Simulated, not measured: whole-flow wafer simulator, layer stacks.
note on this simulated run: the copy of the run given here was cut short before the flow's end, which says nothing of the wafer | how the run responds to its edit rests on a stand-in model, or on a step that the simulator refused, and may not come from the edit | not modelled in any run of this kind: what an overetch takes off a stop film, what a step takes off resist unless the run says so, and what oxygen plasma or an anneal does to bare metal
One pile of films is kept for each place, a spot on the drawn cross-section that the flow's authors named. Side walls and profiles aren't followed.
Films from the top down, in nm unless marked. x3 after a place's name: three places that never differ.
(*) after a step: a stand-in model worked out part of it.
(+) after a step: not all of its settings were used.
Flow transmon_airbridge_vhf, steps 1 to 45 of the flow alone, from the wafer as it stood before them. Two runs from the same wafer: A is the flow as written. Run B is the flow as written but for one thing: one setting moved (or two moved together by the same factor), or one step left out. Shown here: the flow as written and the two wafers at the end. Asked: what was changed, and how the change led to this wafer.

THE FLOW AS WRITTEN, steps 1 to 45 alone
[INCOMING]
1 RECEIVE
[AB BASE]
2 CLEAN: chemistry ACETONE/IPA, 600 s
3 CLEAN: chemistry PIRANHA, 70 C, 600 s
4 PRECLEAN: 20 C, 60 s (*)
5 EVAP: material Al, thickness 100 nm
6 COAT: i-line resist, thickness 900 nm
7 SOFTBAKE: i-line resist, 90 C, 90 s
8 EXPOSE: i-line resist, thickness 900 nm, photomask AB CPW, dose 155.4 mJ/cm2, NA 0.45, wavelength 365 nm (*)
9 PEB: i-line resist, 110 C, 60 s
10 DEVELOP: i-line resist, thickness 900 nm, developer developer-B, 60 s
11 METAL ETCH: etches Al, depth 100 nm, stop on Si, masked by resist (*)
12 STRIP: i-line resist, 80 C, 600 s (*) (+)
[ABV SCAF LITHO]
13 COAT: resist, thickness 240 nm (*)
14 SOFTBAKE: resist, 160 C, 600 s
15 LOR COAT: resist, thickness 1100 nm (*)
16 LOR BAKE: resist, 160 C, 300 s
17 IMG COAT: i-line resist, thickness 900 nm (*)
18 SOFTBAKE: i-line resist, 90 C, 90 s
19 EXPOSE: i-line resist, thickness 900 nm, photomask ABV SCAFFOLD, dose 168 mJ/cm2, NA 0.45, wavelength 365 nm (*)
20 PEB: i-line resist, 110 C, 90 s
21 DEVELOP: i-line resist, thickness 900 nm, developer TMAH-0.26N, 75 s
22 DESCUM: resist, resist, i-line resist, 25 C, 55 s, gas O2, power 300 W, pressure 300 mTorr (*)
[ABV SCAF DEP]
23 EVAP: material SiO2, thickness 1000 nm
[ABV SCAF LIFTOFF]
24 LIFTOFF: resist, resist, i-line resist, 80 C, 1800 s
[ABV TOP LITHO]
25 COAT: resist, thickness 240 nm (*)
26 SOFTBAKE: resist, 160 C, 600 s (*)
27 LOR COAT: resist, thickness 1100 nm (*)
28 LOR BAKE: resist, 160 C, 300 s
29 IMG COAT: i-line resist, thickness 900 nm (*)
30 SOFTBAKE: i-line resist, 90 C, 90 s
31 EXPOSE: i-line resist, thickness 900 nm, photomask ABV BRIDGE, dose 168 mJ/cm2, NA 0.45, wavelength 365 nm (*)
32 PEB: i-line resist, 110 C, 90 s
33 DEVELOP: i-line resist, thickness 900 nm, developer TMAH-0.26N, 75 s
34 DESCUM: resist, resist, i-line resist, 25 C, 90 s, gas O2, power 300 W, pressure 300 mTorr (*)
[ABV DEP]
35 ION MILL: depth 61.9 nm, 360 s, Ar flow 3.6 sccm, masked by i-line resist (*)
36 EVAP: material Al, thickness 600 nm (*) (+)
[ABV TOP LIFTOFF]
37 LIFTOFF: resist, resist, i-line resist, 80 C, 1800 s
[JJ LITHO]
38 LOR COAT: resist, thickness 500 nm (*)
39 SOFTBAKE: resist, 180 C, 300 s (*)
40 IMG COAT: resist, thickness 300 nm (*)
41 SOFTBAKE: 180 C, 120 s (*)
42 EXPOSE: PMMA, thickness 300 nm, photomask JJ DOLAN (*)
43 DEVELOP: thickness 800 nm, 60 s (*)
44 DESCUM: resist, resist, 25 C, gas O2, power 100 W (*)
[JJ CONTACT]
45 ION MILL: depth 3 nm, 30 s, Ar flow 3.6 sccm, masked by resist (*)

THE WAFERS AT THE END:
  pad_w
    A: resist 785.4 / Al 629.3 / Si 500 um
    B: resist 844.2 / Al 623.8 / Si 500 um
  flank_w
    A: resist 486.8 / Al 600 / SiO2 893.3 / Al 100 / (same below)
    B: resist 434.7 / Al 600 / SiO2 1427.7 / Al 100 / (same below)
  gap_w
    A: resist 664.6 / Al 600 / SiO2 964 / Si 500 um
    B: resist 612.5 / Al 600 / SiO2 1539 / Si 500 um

The cause: step 23, EVAP: thickness 1575 nm was run, where the flow has thickness 1000 nm.

How the change led to this, step by step:
  23 EVAP: material SiO2, thickness 1000 nm
      field x3, jj_line, ground_far and 10 more: A SiO2 +1000 (new film) | B SiO2 +1575 (new film)
      flank_w, flank_e: A SiO2 +929.3 (new film) | B SiO2 +1463.7 (new film)
  24 LIFTOFF: resist, resist, i-line resist, 80 C, 1800 s
      field x3, jj_line, trace_open_s x2: A SiO2 -1000 (all of it), i-line resist -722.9 (all of it), resist -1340 (all of it) | B SiO2 -1575 (all of it), i-line resist -722.9 (all of it), resist -1340 (all of it)
      pad_w, pad_e: A SiO2 -1000 (all of it), i-line resist -718 (all of it), resist -1330.2 (all of it) | B SiO2 -1575 (all of it), i-line resist -718 (all of it), resist -1330.2 (all of it)
      (and at 1 more place)
  25 COAT: resist, thickness 240 nm (*)
      flank_w, flank_e: A resist +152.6 (new film) | B resist +133.8 (new film)
      gap_w, gap_e: A resist +210.7 (new film) | B resist +186.8 (new film)
      (and at 6 more places)
  27 LOR COAT: resist, thickness 1100 nm (*)
      gap_w, gap_e: A resist +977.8 | B resist +903
      margin_s, margin_n: A resist +823.4 | B resist +702.2
      (and at 6 more places)
  29 IMG COAT: i-line resist, thickness 900 nm (*)
      gap_w, gap_e: A i-line resist +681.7 (new film) | B i-line resist +555.3 (new film)
      margin_s, margin_n: A i-line resist +603.2 (new film) | B i-line resist +424.6 (new film)
      (and at 7 more places)
  32 PEB: i-line resist, 110 C, 90 s
      pad_w, pad_e: A i-line resist -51 | B i-line resist -53.8
      flank_w, flank_e: A i-line resist -38.3 | B i-line resist -32.3
      (and at 7 more places)
  33 DEVELOP: i-line resist, thickness 900 nm, developer TMAH-0.26N, 75 s
      gap_w, gap_e: A i-line resist -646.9 (all of it), resist -977.8 | B i-line resist -527.2 (all of it), resist -903
      pad_w: A i-line resist -937.2 (all of it), resist -1247.8 | B i-line resist -985.8 (all of it), resist -1337.5
      (and at 5 more places)
  34 DESCUM: resist, resist, i-line resist, 25 C, 90 s, gas O2, power 300 W, pressure 300 mTorr (*)
      flank_w, flank_e: A resist -152.6 (all of it) | B resist -133.8 (all of it)
      gap_w, gap_e: A resist -210.7 (all of it) | B resist -186.8 (all of it)
      (and at 4 more places)
  37 LIFTOFF: resist, resist, i-line resist, 80 C, 1800 s
      margin_s, margin_n: A Al -600 (all of it), i-line resist -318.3 (all of it), resist -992 (all of it) | B Al -600 (all of it), i-line resist -148.9 (all of it), resist -839.4 (all of it)
      ground_far: A Al -600 (all of it), i-line resist -717.9 (all of it), resist -1384.9 (all of it) | B Al -600 (all of it), i-line resist -789.2 (all of it), resist -1399.4 (all of it)
  38 LOR COAT: resist, thickness 500 nm (*)
      pad_w, pad_e: A resist +517 (new film) | B resist +555.3 (new film)
      flank_w, flank_e: A resist +306.5 (new film) | B resist +271.1 (new film)
      (and at 6 more places)
  40 IMG COAT: resist, thickness 300 nm (*)
      pad_w, pad_e: A resist +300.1 | B resist +320.7
      flank_w, flank_e: A resist +212.1 | B resist +195.3
      (and at 6 more places)
